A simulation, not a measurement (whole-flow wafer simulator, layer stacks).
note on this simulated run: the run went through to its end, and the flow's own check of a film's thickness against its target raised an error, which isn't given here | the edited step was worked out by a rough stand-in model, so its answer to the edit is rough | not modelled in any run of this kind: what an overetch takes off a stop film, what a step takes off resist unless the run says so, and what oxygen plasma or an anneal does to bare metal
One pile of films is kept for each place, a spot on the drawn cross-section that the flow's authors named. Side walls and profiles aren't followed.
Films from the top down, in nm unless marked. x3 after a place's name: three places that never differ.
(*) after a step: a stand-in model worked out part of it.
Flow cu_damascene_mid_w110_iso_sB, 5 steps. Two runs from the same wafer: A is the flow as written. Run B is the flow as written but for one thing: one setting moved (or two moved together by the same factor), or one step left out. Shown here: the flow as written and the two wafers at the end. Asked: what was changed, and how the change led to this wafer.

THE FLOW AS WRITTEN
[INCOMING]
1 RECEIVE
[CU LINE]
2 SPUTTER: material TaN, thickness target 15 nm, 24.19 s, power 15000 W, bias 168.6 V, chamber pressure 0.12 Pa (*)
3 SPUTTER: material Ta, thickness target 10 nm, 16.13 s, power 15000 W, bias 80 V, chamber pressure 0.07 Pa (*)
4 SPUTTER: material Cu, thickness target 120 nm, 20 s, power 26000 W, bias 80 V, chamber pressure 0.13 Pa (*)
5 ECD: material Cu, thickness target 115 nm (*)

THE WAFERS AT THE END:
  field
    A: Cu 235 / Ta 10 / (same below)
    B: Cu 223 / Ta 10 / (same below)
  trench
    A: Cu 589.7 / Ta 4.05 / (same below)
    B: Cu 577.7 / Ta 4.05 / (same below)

The cause: step 4, SPUTTER: thickness target 108 nm was run, where the flow has thickness target 120 nm; step 4, SPUTTER: 18 s was run, where the flow has 20 s.

How the change led to this, step by step:
  4 SPUTTER: material Cu, thickness target 120 nm, 20 s, power 26000 W, bias 80 V, chamber pressure 0.13 Pa (*)
      field: A Cu +120 (new film) | B Cu +108 (new film)
      trench: A Cu +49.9 (new film) | B Cu +44.9 (new film)
